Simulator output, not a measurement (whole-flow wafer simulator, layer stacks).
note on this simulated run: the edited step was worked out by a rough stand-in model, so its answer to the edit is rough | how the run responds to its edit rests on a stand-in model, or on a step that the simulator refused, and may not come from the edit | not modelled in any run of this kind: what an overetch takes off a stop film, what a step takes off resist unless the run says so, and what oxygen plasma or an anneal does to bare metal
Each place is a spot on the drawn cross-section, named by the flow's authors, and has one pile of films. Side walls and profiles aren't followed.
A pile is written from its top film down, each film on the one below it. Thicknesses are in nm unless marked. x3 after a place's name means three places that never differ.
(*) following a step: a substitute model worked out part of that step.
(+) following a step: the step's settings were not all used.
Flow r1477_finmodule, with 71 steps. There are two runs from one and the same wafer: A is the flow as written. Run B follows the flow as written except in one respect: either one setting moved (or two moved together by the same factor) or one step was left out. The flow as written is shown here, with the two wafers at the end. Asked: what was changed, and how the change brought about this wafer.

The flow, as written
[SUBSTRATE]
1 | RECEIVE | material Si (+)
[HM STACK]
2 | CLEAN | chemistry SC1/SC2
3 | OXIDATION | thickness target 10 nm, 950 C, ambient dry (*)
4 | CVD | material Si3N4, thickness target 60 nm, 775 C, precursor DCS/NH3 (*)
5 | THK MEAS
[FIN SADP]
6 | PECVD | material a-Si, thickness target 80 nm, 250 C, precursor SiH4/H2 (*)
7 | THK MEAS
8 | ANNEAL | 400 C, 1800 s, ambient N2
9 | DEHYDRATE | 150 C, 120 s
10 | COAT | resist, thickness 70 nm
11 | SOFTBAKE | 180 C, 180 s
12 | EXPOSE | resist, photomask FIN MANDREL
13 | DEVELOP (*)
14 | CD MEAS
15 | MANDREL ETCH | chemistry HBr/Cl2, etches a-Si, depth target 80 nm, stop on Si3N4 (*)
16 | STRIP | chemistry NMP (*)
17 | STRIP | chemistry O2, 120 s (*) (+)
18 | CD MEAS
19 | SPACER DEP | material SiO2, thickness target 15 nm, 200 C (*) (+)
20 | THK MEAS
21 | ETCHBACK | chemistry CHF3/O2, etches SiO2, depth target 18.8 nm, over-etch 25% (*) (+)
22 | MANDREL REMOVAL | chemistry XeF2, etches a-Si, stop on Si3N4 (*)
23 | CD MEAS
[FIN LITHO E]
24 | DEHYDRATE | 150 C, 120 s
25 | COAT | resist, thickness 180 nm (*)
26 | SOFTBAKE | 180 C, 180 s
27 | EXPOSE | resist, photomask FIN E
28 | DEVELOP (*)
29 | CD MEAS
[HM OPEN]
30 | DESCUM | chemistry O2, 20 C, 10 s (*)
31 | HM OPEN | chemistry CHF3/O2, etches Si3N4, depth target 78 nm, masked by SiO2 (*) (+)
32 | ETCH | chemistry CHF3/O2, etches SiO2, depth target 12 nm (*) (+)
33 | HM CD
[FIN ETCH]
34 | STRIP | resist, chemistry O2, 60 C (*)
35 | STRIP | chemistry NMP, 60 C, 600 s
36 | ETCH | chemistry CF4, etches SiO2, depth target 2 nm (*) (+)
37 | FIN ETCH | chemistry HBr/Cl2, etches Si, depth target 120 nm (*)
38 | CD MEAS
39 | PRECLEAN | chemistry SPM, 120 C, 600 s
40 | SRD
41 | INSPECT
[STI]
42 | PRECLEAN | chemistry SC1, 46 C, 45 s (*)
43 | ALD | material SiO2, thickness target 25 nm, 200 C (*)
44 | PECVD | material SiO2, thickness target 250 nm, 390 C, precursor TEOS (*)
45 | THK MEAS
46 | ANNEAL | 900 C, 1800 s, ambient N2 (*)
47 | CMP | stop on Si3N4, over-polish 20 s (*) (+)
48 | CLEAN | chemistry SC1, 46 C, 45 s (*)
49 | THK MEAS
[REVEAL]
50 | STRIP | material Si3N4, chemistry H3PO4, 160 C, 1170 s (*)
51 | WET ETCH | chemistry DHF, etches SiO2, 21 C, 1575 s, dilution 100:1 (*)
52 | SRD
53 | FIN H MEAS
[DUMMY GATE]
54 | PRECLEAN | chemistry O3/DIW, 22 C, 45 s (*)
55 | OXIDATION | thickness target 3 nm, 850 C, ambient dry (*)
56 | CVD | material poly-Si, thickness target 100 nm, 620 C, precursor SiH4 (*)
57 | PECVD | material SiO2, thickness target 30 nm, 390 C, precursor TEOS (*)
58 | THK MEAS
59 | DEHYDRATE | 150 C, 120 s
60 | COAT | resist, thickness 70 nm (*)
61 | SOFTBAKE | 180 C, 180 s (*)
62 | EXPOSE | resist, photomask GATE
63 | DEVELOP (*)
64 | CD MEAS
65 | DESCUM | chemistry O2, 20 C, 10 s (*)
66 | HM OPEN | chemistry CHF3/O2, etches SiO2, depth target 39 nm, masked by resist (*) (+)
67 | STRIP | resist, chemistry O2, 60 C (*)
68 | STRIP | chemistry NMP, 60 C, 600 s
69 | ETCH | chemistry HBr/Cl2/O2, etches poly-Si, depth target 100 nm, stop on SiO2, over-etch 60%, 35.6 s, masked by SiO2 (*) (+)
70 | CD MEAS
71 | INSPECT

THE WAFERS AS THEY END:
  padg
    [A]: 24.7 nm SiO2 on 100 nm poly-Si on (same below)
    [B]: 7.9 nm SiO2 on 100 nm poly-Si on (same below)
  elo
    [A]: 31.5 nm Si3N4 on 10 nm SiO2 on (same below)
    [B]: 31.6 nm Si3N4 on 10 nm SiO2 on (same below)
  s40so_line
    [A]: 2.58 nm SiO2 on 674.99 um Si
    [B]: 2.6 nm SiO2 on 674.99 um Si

Cause: step 57, PECVD: thickness target 13.2 nm was run, though the flow has thickness target 30 nm.

How this came from the change, step by step:
  57 | PECVD | material SiO2, thickness target 30 nm, 390 C, precursor TEOS (*)
      pad, padg, elg and 33 more: A SiO2 gains 30 (new film) | B SiO2 gains 13.2 (new film)
  66 | HM OPEN | chemistry CHF3/O2, etches SiO2, depth target 39 nm, masked by resist (*) (+)
      pad, elo, eso and 15 more: A SiO2 loses 30 (all of it), poly-Si loses 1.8 | B SiO2 loses 13.2 (all of it), poly-Si loses 1.32
      padg, elg, esg and 15 more: A resist loses 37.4 | B resist loses 19
  67 | STRIP | resist, chemistry O2, 60 C (*)
      padg, elg, esg: A resist loses 15.9 (all of it) | B resist loses 34.3 (all of it)
      e40lg, e100lg, e200lg: A resist loses 12.8 (all of it) | B resist loses 31.2 (all of it)
      (and at 12 other places as well)
